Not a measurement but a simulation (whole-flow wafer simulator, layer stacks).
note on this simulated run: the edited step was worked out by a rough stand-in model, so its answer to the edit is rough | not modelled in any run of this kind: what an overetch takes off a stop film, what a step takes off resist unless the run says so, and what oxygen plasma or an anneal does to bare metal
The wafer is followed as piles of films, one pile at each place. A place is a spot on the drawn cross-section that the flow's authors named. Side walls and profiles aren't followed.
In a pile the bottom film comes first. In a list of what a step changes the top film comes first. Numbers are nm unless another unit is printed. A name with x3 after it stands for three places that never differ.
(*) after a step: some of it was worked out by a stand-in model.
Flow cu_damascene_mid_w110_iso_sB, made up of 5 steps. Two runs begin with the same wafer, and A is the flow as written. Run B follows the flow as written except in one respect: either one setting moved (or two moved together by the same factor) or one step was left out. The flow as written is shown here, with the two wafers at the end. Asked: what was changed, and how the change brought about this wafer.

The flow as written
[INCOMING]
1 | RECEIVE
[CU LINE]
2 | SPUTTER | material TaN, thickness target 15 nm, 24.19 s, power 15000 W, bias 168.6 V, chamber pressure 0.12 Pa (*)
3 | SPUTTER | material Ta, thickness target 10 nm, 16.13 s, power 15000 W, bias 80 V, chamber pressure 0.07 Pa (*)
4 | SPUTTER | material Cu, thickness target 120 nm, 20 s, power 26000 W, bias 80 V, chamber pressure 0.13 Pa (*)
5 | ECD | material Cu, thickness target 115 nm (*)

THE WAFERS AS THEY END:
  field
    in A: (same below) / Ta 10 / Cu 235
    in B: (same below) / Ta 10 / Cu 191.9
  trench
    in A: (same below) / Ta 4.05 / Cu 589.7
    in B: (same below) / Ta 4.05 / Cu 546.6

Cause: step 5, ECD: thickness target 71.9 nm was run, though the flow has thickness target 115 nm.

How this came from the change, step by step:
  5 | ECD | material Cu, thickness target 115 nm (*)
      field: A Cu gains 115 | B Cu gains 71.9
      trench: A Cu gains 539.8 | B Cu gains 496.7
